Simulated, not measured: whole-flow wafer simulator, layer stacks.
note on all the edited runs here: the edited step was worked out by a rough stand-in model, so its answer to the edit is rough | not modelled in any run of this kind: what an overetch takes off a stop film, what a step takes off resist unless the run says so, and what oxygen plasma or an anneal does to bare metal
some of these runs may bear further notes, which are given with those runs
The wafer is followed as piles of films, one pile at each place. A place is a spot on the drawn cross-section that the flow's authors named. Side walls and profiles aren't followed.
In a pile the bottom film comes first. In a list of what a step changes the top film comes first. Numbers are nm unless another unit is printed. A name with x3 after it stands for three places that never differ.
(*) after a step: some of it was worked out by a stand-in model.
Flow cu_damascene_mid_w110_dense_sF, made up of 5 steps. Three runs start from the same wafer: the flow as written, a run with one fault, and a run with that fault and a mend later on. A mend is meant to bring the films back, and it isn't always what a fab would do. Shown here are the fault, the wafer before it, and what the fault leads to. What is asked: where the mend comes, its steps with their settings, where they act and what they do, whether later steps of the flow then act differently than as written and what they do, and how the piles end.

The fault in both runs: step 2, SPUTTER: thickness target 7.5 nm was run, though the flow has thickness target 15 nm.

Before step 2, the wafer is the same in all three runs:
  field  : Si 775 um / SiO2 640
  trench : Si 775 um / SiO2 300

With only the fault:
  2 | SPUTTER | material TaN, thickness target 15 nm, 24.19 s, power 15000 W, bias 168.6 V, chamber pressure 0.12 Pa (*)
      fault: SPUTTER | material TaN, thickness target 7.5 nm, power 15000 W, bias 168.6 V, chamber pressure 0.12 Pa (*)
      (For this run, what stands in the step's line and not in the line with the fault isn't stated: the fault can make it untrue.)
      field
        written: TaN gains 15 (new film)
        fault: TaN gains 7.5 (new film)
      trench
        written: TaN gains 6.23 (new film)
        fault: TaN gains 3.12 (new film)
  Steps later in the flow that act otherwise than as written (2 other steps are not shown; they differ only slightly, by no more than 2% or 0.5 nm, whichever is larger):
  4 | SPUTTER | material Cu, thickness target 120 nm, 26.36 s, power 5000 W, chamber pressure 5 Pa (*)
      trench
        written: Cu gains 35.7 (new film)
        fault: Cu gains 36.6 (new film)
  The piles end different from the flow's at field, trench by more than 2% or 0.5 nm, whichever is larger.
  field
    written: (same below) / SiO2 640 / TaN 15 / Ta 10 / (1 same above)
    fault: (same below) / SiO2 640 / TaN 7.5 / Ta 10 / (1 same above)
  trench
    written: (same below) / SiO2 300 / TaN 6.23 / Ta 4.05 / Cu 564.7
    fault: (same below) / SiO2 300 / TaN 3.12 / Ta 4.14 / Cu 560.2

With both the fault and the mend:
  The mend stands after step 2.
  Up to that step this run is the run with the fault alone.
  2a | SPUTTER | material TaN, thickness target 7.5 nm, power 15000 W, bias 168.6 V, chamber pressure 0.12 Pa (*) (the flow's step 2 again, with other settings)
      field
        TaN gains 7.5
      trench
        TaN gains 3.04
  Every later step of the flow that is run acts as written, at every place that is followed, to within 2% or 0.5 nm, whichever is larger.
  At the end the piles are close to the flow's at the places that both follow, differing by at most 2% or 0.5 nm, whichever is larger.
